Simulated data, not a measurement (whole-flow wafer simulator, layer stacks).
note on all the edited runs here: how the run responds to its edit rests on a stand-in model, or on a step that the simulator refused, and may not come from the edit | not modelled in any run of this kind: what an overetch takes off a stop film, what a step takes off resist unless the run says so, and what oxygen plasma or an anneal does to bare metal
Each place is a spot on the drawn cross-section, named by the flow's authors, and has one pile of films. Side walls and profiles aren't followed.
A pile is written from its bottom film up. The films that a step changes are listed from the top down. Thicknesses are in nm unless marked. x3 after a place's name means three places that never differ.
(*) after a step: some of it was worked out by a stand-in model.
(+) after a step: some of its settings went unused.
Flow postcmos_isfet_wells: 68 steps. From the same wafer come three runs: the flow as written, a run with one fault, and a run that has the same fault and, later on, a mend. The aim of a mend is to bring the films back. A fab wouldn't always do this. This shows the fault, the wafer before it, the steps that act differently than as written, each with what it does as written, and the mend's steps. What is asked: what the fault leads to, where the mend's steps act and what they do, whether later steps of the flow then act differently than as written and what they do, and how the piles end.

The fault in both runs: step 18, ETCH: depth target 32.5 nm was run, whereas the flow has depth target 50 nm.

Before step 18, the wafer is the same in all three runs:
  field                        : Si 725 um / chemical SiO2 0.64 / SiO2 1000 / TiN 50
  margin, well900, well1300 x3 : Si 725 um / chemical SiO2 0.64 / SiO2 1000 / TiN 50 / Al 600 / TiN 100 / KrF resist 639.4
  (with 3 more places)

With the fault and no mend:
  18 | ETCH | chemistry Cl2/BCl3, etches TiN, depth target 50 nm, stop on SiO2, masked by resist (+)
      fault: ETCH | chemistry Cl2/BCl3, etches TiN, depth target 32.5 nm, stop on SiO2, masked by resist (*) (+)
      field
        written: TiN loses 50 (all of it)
        fault: TiN loses 32.5
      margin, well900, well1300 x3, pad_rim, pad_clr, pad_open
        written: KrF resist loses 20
        fault: KrF resist loses 13
  Steps further on in the flow that do not act as written (2 more steps, not shown, differ only slightly: by at most 2% or 0.5 nm, whichever is larger):
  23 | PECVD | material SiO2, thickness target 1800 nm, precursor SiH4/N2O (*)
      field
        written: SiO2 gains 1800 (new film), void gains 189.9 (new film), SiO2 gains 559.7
        fault: SiO2 gains 1800 (new film), void gains 177 (new film), SiO2 gains 555.5 (new film)
  By the end, the piles at field depart from the flow's by more than 2% or 0.5 nm, whichever is larger.
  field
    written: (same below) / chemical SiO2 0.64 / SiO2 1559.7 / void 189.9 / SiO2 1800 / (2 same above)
    fault: (same below) / chemical SiO2 0.64 / SiO2 1000 / TiN 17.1 / SiO2 555.5 / void 177 / SiO2 1800 / (2 same above)

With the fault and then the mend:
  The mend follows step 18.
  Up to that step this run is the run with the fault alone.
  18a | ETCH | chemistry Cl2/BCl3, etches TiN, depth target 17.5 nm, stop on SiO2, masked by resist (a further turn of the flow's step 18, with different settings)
      margin, well900, well1300 x3, pad_rim, pad_clr, pad_open
        KrF resist loses 7
      field
        TiN loses 17.5 (all of it)
  Later steps of the flow that are run all act as written at every place that is followed.
  By the end, the piles equal the flow's at every place that both follow.
